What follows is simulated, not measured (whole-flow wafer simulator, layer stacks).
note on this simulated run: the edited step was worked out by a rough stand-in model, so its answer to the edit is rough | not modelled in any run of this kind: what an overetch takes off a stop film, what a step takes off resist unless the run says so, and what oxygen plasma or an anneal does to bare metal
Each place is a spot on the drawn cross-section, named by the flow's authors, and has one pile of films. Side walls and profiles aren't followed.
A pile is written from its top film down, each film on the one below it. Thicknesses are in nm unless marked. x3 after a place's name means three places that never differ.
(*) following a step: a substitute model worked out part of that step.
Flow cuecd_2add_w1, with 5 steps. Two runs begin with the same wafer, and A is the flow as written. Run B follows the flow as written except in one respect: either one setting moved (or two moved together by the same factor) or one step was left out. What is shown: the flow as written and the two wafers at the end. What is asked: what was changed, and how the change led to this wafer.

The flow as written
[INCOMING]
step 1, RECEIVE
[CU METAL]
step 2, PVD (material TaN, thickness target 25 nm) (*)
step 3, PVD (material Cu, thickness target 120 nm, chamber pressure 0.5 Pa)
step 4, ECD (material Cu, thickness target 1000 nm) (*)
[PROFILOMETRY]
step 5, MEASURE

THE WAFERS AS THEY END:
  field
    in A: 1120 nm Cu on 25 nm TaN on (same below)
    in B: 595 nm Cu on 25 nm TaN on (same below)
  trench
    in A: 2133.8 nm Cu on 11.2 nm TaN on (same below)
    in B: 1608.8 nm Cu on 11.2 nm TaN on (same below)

The reason: step 4, ECD: thickness target 475 nm was run, though the flow has thickness target 1000 nm.

The path from the change to this, step by step:
  step 4, ECD (material Cu, thickness target 1000 nm) (*)
      field: A Cu gains 1000 | B Cu gains 475
      trench: A Cu gains 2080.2 | B Cu gains 1555.2
